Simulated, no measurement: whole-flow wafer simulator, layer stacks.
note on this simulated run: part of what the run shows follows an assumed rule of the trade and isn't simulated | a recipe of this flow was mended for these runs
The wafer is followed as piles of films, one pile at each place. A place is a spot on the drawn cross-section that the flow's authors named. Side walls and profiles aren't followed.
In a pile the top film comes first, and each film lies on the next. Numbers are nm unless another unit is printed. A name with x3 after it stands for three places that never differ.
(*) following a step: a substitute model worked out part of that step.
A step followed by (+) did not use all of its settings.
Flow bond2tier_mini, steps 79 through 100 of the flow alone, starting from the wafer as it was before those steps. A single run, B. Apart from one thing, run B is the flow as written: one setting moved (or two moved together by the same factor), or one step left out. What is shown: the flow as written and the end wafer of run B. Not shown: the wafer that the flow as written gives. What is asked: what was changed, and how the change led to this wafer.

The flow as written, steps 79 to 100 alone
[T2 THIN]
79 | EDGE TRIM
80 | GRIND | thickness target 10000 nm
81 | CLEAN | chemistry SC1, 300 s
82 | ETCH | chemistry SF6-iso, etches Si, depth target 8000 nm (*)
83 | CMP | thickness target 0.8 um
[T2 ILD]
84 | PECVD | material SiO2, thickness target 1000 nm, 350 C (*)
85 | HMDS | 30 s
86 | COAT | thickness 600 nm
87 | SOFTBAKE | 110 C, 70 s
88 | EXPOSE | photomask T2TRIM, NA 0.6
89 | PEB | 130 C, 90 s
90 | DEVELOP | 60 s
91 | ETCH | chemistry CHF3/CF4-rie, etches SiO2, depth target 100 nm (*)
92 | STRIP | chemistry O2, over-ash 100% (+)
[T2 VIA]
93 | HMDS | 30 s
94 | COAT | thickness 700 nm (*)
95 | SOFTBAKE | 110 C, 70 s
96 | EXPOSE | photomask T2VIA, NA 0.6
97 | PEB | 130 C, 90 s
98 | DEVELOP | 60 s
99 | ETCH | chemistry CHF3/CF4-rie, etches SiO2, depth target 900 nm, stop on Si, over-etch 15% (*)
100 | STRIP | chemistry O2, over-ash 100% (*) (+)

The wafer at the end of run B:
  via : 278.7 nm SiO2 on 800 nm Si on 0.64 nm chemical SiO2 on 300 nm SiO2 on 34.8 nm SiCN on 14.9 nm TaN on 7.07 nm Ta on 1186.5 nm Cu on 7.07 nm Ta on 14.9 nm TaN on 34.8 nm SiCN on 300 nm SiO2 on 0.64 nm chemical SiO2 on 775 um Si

The reason: step 99, ETCH: depth target 540.3 nm was run, while the flow as written has depth target 900 nm.

How this came from the change, step by step:
  99 | ETCH | chemistry CHF3/CF4-rie, etches SiO2, depth target 900 nm, stop on Si, over-etch 15% (*)
      via: SiO2 loses 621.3 (in the flow as written it would be: SiO2 loses 900 (all of it), Si loses 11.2)
      field, pad: thick-KrF-resist loses 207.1 (in the flow as written it would be: thick-KrF-resist loses 345)
  100 | STRIP | chemistry O2, over-ash 100% (*) (+)
      field: thick-KrF-resist loses 424.5 (all of it) (in the flow as written it would be: thick-KrF-resist loses 286.6 (all of it))
      pad: thick-KrF-resist loses 510.8 (all of it) (in the flow as written it would be: thick-KrF-resist loses 372.9 (all of it))
